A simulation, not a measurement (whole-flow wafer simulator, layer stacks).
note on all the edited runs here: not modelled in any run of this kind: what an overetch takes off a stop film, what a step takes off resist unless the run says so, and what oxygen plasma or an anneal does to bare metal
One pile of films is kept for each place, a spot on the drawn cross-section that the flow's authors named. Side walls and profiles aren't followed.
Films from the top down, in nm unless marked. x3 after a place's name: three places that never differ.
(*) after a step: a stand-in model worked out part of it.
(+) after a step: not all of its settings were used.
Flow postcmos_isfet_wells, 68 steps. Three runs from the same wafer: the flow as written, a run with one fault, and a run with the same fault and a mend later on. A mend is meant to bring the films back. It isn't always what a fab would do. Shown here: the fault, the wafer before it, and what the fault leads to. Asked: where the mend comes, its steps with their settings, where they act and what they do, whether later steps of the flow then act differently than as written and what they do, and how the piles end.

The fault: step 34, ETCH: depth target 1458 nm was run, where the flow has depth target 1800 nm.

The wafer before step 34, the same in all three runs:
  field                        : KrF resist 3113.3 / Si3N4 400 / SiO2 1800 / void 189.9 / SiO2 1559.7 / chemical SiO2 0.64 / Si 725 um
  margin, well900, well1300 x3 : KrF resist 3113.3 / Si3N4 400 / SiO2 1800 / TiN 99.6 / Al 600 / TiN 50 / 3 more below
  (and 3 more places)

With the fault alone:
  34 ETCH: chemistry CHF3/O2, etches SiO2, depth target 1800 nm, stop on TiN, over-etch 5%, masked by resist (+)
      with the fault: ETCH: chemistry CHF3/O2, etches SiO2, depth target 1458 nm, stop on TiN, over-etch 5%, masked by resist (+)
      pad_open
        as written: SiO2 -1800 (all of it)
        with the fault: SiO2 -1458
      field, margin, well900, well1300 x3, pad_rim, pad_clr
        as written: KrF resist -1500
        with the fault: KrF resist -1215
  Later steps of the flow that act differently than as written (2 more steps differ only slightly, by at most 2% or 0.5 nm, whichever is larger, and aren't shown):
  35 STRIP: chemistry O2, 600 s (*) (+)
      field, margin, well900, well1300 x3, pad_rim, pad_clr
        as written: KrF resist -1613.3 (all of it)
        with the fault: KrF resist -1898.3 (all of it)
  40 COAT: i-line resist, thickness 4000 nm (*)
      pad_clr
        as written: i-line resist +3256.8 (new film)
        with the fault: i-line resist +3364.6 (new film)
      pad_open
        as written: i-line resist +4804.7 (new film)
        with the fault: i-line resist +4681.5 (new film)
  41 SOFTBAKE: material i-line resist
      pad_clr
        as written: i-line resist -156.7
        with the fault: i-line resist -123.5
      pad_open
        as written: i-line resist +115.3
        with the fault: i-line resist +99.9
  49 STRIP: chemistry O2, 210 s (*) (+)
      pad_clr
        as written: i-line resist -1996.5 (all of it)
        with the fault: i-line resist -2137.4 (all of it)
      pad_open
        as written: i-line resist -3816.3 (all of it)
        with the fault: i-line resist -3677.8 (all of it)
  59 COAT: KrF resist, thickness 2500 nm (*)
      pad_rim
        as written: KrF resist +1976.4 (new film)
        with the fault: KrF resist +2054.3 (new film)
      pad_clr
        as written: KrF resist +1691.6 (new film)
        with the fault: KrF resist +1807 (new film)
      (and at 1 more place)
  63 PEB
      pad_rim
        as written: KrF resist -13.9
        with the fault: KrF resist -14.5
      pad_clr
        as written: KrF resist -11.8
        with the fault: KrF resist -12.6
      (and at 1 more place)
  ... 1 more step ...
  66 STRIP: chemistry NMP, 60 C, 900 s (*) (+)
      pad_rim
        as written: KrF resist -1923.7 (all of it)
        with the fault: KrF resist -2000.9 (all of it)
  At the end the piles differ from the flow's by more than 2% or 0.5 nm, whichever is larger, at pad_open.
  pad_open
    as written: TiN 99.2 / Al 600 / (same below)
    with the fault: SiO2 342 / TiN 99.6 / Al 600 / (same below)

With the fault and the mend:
  The mend comes after step 34.
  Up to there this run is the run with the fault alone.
  34a ETCH: chemistry CHF3/O2, etches SiO2, depth target 342 nm, stop on TiN, over-etch 5%, masked by resist (the flow's step 34 once more, with other settings)
      field, margin, well900, well1300 x3, pad_rim, pad_clr
        KrF resist -285
      pad_open
        SiO2 -342 (all of it)
  No later step of the flow acts differently than as written at any place that is followed.
  At the end the piles are the same as the flow's at every place that both follow.
